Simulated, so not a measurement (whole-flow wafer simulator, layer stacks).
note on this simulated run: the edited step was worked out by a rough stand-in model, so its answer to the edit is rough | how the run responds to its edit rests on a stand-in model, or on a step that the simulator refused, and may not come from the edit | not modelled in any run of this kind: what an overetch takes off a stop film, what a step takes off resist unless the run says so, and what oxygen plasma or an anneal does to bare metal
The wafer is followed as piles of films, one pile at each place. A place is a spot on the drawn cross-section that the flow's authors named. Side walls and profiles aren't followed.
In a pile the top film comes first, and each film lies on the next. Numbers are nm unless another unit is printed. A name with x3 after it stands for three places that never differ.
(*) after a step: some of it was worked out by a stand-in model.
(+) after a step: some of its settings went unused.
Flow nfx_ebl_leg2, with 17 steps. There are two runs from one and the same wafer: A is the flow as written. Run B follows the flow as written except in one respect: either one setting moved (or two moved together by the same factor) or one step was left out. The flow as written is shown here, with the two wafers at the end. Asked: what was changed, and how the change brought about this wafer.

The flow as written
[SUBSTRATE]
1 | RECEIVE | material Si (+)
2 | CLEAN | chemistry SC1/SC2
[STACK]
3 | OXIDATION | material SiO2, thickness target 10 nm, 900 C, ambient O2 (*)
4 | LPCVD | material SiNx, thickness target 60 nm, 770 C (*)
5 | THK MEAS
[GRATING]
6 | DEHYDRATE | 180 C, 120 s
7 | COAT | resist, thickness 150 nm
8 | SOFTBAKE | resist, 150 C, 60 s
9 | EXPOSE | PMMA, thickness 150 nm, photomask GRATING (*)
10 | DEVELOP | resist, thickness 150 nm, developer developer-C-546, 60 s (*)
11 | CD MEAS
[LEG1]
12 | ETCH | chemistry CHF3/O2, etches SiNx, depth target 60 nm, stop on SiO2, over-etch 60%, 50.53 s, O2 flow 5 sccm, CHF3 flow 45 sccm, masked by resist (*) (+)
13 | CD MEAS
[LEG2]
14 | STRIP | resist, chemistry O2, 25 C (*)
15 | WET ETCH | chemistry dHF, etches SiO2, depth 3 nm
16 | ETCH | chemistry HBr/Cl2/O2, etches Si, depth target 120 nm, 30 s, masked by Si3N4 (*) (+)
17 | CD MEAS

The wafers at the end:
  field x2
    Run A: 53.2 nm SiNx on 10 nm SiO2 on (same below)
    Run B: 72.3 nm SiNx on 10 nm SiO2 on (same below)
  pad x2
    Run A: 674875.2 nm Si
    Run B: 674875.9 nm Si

Cause: step 4, LPCVD: thickness target 79.1 nm was run, while the flow as written has thickness target 60 nm.

Step by step, how the change led to this:
  4 | LPCVD | material SiNx, thickness target 60 nm, 770 C (*)
      field x2, pad x2: A SiNx gains 60 (new film) | B SiNx gains 79.1 (new film)
  12 | ETCH | chemistry CHF3/O2, etches SiNx, depth target 60 nm, stop on SiO2, over-etch 60%, 50.53 s, O2 flow 5 sccm, CHF3 flow 45 sccm, masked by resist (*) (+)
      pad x2: A SiNx loses 60 (all of it), SiO2 loses 10 (all of it) | B SiNx loses 79.1 (all of it), SiO2 loses 8.45
  14 | STRIP | resist, chemistry O2, 25 C (*)
      pad x2: A chemical SiO2 gains 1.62 (new film), Si loses 0.71 | B nothing
  15 | WET ETCH | chemistry dHF, etches SiO2, depth 3 nm
      pad x2: A chemical SiO2 loses 1.62 (all of it) | B SiO2 loses 1.55 (all of it)
